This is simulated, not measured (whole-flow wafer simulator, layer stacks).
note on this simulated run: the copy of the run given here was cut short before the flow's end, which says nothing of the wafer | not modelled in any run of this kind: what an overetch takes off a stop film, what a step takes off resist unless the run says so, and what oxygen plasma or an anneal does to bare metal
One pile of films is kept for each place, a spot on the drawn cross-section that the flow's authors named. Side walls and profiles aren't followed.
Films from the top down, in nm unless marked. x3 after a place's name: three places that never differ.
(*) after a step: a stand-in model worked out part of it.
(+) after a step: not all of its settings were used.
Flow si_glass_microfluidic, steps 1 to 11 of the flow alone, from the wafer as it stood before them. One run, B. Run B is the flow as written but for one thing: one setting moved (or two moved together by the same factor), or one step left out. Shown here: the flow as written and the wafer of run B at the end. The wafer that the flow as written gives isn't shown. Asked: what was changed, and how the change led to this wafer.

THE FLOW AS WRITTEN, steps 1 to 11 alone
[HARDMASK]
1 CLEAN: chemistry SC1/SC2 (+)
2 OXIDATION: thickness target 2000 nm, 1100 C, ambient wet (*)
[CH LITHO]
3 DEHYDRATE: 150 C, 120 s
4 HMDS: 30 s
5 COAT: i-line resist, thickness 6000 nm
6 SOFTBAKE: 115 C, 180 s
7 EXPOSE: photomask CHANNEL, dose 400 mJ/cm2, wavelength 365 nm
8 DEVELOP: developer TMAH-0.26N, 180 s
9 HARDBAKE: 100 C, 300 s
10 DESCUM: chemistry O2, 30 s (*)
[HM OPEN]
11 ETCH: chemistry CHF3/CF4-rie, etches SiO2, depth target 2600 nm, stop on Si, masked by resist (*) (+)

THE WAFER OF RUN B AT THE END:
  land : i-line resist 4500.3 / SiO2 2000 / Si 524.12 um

The cause: step 5, COAT: thickness 5400 nm was run, where the flow has thickness 6000 nm.

How the change led to this, step by step:
  5 COAT: i-line resist, thickness 6000 nm
      land, ch100 x9: i-line resist +5400 (new film) (as written it would be: i-line resist +6000 (new film))
  8 DEVELOP: developer TMAH-0.26N, 180 s
      ch100 x9: i-line resist -5400 (all of it) (as written it would be: i-line resist -6000 (all of it))
  9 HARDBAKE: 100 C, 300 s
      land: i-line resist -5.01 (as written it would be: i-line resist -7.06)
